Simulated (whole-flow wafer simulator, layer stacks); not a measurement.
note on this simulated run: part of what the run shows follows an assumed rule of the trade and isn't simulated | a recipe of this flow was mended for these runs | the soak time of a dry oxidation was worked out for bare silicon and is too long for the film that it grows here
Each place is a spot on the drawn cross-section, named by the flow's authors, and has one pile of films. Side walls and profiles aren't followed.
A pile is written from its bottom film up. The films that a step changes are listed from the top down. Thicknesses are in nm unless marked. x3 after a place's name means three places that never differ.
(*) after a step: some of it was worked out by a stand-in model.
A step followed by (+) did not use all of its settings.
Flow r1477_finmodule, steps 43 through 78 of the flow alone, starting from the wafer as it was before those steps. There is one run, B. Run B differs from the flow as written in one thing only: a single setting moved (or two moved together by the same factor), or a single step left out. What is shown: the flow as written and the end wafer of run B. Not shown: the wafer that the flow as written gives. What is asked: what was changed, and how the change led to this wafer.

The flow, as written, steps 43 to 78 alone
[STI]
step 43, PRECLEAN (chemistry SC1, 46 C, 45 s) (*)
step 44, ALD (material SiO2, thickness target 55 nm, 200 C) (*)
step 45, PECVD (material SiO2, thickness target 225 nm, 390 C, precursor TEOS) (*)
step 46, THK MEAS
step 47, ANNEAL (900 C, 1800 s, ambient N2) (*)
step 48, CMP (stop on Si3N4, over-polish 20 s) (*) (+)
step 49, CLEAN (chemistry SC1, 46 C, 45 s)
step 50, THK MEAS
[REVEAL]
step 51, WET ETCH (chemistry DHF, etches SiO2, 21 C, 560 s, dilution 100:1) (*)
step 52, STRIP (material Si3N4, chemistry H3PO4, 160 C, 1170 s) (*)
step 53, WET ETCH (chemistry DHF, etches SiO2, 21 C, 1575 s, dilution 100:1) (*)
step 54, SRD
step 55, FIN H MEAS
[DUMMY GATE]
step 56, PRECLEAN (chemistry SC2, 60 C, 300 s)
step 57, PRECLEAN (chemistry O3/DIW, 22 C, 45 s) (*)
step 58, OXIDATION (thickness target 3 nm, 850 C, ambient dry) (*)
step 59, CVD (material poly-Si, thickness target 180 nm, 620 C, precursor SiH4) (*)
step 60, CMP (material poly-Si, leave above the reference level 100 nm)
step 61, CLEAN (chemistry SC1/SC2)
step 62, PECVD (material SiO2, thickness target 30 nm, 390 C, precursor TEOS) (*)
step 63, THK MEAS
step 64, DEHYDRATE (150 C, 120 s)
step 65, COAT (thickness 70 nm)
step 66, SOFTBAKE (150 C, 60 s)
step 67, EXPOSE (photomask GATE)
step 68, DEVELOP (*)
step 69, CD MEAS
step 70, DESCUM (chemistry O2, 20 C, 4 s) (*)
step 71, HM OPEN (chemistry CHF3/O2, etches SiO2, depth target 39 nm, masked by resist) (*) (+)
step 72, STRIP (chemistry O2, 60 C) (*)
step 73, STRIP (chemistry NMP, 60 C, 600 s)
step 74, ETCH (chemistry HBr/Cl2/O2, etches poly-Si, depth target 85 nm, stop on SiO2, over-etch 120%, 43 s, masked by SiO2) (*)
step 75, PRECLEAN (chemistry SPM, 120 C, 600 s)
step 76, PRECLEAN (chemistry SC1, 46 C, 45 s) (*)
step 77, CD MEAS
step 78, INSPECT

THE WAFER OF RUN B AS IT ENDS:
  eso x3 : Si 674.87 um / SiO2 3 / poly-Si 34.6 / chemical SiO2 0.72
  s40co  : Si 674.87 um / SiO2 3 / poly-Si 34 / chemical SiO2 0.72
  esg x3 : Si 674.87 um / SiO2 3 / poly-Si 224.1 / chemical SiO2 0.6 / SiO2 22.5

Cause: step 47, ANNEAL: 900 C, 1800 s, ambient N2 (*), was skipped.

The path from the change to this, step by step:
  step 48, CMP (stop on Si3N4, over-polish 20 s) (*) (+)
      elg x4, esg x3, e200sg, elo x4, eso x3, e200so: SiO2 loses 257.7 (it would be, as written: SiO2 loses 247.6)
      s40cg, s40sg, s45cg and 9 more: SiO2 loses 298.3 (it would be, as written: SiO2 loses 288.1)
      (as well as at 8 more places)
  step 51, WET ETCH (chemistry DHF, etches SiO2, 21 C, 560 s, dilution 100:1) (*)
      esg x3, e200sg, s40cg and 15 more: SiO2 loses 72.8 (it would be, as written: SiO2 loses 28.1)
      elg x4, elo x4: SiO2 loses 22.3 (all of it), Si3N4 loses 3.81 (it would be, as written: SiO2 loses 22.3 (all of it), Si3N4 loses 0.41)
      (as well as at 8 more places)
  step 52, STRIP (material Si3N4, chemistry H3PO4, 160 C, 1170 s) (*)
      esg x3, e200sg, s40cg and 15 more: SiO2 loses 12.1 (it would be, as written: SiO2 loses 4.28)
      elg x4, elo x4: Si3N4 loses 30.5 (all of it), SiO2 loses 2.25 (it would be, as written: Si3N4 loses 33.9 (all of it), SiO2 loses 2.15)
      (as well as at 8 more places)
  step 53, WET ETCH (chemistry DHF, etches SiO2, 21 C, 1575 s, dilution 100:1) (*)
      esg x3, e200sg, s40sg and 9 more: SiO2 loses 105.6 (all of it), chemical SiO2 loses 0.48 (all of it) (it would be, as written: SiO2 loses 79.1)
      s40cg, s45cg, s50cg, s40co, s45co, s50co: SiO2 loses 105 (all of it), chemical SiO2 loses 0.48 (all of it) (it would be, as written: SiO2 loses 79.1)
      (as well as at 2 more places)
  step 57, PRECLEAN (chemistry O3/DIW, 22 C, 45 s) (*)
      pad, padg, esg x3 and 17 more: chemical SiO2 gains 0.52, Si loses 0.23 (it would be, as written: nothing)
  step 58, OXIDATION (thickness target 3 nm, 850 C, ambient dry) (*)
      esg x3, e200sg, s40cg and 15 more: SiO2 gains 3 (new film), chemical SiO2 loses 0.85 (all of it), Si loses 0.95 (it would be, as written: SiO2 gains 1.01, chemical SiO2 loses 0.48 (all of it), Si loses 0.23)
      pad, padg: SiO2 gains 3 (new film), chemical SiO2 loses 0.85 (all of it), Si loses 0.95 (it would be, as written: SiO2 gains 1.04, chemical SiO2 loses 0.48 (all of it), Si loses 0.24)
  step 59, CVD (material poly-Si, thickness target 180 nm, 620 C, precursor SiH4) (*)
      esg x3, s40sg, s45sg, s50sg, eso x3, s40so, s45so, s50so: poly-Si gains 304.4 (new film) (it would be, as written: poly-Si gains 226.3 (new film))
      s40cg, s45cg, s50cg, s40co, s45co, s50co: poly-Si gains 303.8 (new film) (it would be, as written: poly-Si gains 226.3 (new film))
      (as well as at 2 more places)
  step 60, CMP (material poly-Si, leave above the reference level 100 nm)
      pad, padg: nothing (it would be, as written: poly-Si loses 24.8)
      e200sg, e200so: poly-Si loses 80 (it would be, as written: poly-Si loses 72.9)
  step 74, ETCH (chemistry HBr/Cl2/O2, etches poly-Si, depth target 85 nm, stop on SiO2, over-etch 120%, 43 s, masked by SiO2) (*)
      eso x3, e200so, s40co, s40so, s45co, s45so, s50co, s50so: chemical SiO2 loses 1.12 (all of it), poly-Si loses 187 (it would be, as written: chemical SiO2 loses 1.12 (all of it), poly-Si loses 143.9 (all of it), SiO2 loses 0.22)
      pad: chemical SiO2 loses 1.12 (all of it), poly-Si loses 177.6 (all of it), SiO2 loses 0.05 (it would be, as written: chemical SiO2 loses 1.12 (all of it), poly-Si loses 152.8 (all of it), SiO2 loses 0.17)
  step 75, PRECLEAN (chemistry SPM, 120 C, 600 s)
      eso x3, e200so, s40co, s40so, s45co, s45so, s50co, s50so: chemical SiO2 gains 0.8 (new film), poly-Si loses 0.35 (it would be, as written: nothing)
